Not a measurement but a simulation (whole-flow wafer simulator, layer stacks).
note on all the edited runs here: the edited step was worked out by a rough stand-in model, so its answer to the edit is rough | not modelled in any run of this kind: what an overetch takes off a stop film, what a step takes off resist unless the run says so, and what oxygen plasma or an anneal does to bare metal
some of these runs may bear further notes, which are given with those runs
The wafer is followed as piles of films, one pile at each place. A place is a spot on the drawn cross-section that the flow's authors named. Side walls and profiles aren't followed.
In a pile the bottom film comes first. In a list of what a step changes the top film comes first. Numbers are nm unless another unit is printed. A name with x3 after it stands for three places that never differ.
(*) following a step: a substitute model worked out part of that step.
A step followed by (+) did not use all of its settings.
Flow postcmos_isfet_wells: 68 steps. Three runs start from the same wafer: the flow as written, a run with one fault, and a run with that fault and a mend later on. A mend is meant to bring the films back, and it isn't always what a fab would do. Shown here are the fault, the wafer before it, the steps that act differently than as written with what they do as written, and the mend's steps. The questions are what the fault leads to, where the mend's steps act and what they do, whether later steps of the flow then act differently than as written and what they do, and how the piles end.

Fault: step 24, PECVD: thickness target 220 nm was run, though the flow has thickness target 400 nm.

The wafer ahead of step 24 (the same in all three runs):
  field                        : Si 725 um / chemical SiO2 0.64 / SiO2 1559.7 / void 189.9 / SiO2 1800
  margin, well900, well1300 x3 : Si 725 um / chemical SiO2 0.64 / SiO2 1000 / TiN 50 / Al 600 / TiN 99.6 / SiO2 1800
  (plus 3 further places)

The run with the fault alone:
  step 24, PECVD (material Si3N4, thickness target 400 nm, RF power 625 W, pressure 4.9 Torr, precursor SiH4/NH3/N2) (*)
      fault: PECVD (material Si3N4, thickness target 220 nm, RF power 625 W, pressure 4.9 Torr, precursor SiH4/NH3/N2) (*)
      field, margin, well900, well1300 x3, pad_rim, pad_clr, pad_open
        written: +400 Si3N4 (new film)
        fault: +220 Si3N4 (new film)
  Steps later in the flow that act otherwise than as written (not shown: 2 more steps that differ only slightly, by at most 2% or 0.5 nm, whichever is larger):
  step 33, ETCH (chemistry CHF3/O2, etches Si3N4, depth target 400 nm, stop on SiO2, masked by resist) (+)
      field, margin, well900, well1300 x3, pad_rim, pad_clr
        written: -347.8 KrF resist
        fault: -287 KrF resist
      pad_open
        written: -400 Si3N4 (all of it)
        fault: -220 Si3N4 (all of it)
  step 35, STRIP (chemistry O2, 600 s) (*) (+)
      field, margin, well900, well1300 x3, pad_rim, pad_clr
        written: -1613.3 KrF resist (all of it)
        fault: -1674.2 KrF resist (all of it)
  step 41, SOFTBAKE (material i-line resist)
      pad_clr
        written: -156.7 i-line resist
        fault: -138.8 i-line resist
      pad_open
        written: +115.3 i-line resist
        fault: +107.3 i-line resist
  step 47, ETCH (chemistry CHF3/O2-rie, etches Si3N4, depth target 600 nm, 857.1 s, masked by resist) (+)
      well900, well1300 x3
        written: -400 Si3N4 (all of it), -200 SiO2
        fault: -220 Si3N4 (all of it), -380 SiO2
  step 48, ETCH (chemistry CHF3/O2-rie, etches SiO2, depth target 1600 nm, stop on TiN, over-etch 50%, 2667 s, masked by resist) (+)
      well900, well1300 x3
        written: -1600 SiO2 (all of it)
        fault: -1420 SiO2 (all of it)
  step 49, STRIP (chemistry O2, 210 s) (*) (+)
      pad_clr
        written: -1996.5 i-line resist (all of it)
        fault: -2070.6 i-line resist (all of it)
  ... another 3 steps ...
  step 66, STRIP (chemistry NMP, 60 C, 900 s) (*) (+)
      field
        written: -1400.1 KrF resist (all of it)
        fault: -1485.5 KrF resist (all of it)
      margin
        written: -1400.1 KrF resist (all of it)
        fault: -1485.4 KrF resist (all of it)
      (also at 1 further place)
  The piles end different from the flow's at field, margin, pad_rim, pad_clr by more than 2% or 0.5 nm, whichever is larger.
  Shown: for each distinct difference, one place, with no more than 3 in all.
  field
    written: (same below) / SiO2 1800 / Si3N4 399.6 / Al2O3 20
    fault: (same below) / SiO2 1800 / Si3N4 219.6 / Al2O3 20
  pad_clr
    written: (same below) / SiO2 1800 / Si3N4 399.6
    fault: (same below) / SiO2 1800 / Si3N4 219.6

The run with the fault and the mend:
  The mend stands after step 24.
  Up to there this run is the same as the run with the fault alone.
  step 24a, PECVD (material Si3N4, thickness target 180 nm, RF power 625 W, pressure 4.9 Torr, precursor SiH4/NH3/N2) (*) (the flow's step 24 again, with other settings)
      field, margin, well900, well1300 x3, pad_rim, pad_clr, pad_open
        +180 Si3N4
  Later steps of the flow that are run all act as written at every place that is followed.
  The piles end the same as the flow's at every place that both follow.
